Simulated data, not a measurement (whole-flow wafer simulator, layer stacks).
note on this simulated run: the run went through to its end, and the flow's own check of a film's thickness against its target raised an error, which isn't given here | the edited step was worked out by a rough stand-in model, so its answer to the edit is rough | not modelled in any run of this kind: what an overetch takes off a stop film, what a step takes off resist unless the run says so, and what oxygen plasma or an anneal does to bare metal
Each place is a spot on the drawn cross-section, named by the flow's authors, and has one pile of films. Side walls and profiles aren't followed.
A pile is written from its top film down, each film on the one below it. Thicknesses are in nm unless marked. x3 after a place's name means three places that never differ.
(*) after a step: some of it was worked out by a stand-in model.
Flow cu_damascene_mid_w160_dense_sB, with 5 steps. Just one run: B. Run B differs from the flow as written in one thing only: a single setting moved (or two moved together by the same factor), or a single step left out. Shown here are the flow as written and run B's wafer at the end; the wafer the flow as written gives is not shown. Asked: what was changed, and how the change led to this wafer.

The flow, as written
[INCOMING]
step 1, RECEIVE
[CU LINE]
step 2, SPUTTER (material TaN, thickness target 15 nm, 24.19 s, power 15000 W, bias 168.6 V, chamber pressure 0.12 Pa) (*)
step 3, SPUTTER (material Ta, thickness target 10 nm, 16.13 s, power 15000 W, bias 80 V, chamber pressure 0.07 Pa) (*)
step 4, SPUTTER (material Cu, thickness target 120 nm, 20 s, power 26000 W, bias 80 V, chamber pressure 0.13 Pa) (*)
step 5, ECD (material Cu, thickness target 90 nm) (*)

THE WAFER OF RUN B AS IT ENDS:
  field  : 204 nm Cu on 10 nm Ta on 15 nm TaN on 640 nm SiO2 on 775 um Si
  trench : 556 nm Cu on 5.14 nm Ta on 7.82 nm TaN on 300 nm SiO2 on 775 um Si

What caused this: step 4, SPUTTER: thickness target 114 nm was run, though the flow has thickness target 120 nm; step 4, SPUTTER: 19 s was run, where the flow has 20 s.

Step by step, how the change led to this:
  step 4, SPUTTER (material Cu, thickness target 120 nm, 20 s, power 26000 W, bias 80 V, chamber pressure 0.13 Pa) (*)
      field: Cu gains 114 (new film) (as written it would have been: Cu gains 120 (new film))
      trench: Cu gains 58.9 (new film) (as written it would have been: Cu gains 62 (new film))
